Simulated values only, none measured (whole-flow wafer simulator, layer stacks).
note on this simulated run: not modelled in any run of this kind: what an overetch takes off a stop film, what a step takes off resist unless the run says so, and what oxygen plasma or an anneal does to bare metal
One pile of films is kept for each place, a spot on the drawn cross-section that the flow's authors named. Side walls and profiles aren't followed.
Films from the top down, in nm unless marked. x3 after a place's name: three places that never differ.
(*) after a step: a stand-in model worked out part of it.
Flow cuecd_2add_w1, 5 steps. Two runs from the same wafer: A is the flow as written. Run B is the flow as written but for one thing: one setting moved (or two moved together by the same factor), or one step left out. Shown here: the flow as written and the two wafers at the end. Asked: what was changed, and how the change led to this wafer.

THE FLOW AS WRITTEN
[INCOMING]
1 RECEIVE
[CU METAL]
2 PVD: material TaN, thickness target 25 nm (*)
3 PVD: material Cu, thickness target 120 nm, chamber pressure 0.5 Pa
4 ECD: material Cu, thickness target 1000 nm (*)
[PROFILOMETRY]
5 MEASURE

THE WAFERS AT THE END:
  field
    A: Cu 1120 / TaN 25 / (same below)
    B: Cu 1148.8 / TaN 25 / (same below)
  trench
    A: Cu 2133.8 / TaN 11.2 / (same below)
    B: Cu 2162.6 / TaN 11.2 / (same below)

The cause: step 3, PVD: thickness target 148.8 nm was run, where the flow has thickness target 120 nm.

How the change led to this, step by step:
  3 PVD: material Cu, thickness target 120 nm, chamber pressure 0.5 Pa
      field: A Cu +120 (new film) | B Cu +148.8 (new film)
      trench: A Cu +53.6 (new film) | B Cu +65.9 (new film)
